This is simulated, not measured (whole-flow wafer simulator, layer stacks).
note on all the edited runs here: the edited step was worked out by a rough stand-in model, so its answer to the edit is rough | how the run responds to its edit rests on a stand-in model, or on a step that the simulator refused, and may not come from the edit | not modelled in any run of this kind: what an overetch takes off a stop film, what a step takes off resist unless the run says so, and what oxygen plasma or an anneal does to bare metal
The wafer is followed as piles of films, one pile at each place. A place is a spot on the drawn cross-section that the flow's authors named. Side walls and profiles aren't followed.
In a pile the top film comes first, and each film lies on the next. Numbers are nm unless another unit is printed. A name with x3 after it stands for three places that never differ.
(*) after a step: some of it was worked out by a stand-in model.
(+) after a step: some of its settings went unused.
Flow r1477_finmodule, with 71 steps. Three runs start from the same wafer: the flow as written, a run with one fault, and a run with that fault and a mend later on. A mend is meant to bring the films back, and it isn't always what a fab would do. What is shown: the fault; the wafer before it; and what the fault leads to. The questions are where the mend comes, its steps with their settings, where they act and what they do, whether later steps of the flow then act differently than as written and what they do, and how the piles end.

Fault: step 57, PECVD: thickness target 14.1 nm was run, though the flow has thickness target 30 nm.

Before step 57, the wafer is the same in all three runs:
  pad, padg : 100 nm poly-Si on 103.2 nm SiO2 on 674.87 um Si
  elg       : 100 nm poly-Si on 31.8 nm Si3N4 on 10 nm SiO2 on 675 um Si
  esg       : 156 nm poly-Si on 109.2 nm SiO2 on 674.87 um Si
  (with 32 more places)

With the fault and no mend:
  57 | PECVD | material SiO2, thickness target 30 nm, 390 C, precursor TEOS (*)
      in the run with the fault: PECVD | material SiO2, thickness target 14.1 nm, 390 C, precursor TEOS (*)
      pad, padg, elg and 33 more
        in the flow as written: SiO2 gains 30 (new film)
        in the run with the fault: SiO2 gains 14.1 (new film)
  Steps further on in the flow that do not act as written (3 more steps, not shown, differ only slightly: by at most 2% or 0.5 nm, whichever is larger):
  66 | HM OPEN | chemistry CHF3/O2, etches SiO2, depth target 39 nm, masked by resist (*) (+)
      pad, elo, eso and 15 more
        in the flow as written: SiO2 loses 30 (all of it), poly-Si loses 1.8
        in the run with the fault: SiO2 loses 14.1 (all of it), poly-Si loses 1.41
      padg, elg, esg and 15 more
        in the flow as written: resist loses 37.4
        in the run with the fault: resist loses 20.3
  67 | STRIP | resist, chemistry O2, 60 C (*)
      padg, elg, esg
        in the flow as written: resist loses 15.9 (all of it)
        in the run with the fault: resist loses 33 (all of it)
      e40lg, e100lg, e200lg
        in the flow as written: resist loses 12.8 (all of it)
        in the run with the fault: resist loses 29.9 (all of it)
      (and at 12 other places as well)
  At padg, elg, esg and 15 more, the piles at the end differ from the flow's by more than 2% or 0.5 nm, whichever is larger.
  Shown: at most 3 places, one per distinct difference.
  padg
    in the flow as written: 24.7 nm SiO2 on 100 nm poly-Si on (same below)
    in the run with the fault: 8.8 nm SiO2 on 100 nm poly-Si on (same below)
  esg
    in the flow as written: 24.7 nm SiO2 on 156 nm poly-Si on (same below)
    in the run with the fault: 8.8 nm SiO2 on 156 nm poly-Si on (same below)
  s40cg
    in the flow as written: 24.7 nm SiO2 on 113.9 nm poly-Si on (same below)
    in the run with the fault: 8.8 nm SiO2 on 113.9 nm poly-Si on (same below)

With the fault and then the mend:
  The mend stands after step 58.
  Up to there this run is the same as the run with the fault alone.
  58a | PECVD | material SiO2, thickness target 15.9 nm, 390 C, precursor TEOS (*) (the flow's step 57, run once more with other settings)
      pad, padg, elg and 33 more
        SiO2 gains 15.9
  Later steps of the flow that are run all act as written at every place that is followed.
  The piles end the same as the flow's at every place that both follow.
